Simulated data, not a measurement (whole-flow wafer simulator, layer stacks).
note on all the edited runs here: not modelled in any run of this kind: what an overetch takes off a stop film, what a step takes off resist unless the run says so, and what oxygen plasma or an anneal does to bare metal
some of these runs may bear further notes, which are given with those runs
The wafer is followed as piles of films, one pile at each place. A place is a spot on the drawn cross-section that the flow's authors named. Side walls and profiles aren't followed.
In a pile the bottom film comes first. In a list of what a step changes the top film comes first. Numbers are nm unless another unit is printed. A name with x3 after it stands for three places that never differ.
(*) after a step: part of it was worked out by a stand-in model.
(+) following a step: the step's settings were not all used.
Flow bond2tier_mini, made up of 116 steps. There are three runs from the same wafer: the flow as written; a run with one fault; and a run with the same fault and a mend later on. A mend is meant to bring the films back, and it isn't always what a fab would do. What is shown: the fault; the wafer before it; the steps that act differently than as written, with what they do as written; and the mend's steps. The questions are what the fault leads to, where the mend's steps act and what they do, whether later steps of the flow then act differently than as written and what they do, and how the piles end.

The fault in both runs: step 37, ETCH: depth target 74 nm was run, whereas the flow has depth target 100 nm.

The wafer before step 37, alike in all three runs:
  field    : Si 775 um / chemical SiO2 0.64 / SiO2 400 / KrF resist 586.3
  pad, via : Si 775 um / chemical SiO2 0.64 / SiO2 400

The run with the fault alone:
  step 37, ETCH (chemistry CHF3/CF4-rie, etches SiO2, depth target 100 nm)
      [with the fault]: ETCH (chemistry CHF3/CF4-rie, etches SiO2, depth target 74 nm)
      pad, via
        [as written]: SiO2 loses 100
        [with the fault]: SiO2 loses 74
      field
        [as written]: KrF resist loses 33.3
        [with the fault]: KrF resist loses 24.7
  Steps later in the flow that act otherwise than as written (not shown: 2 more steps that differ only slightly, by at most 2% or 0.5 nm, whichever is larger):
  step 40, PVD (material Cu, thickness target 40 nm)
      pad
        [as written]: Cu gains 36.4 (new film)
        [with the fault]: Cu gains 37.3 (new film)
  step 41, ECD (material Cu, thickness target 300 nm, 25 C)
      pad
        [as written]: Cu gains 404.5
        [with the fault]: Cu gains 377.3
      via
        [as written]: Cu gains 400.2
        [with the fault]: Cu gains 374.1
  By the end, the piles at pad depart from the flow's by more than 2% or 0.5 nm, whichever is larger.
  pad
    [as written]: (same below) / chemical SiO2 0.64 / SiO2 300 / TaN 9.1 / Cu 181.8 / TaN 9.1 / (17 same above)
    [with the fault]: (same below) / chemical SiO2 0.64 / SiO2 326 / TaN 9.33 / Cu 155.6 / TaN 9.1 / (17 same above)

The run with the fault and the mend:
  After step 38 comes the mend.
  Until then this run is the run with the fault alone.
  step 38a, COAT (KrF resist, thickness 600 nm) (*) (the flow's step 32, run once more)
      field
        KrF resist gains 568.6 (new film)
      pad
        KrF resist gains 632.7 (new film)
      via
        KrF resist gains 628.7 (new film)
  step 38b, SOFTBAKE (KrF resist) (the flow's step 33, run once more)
      alters no film at any place that is followed
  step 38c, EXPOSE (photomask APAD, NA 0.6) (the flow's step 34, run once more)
      alters no film at any place that is followed
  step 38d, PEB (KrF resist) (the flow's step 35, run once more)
      alters no film at any place that is followed
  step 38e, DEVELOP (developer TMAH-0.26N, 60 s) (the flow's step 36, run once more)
      field
        KrF resist loses 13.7
      pad
        KrF resist loses 632.7 (all of it)
      via
        KrF resist loses 628.7 (all of it)
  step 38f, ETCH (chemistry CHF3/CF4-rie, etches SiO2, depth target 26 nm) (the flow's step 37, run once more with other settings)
      pad, via
        SiO2 loses 26
      field
        KrF resist loses 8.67
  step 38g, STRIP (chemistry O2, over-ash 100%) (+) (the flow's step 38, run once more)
      field
        KrF resist loses 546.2 (all of it)
  Later steps of the flow that are run all act as written at every place that is followed.
  At every place that both follow, the piles at the end match the flow's.
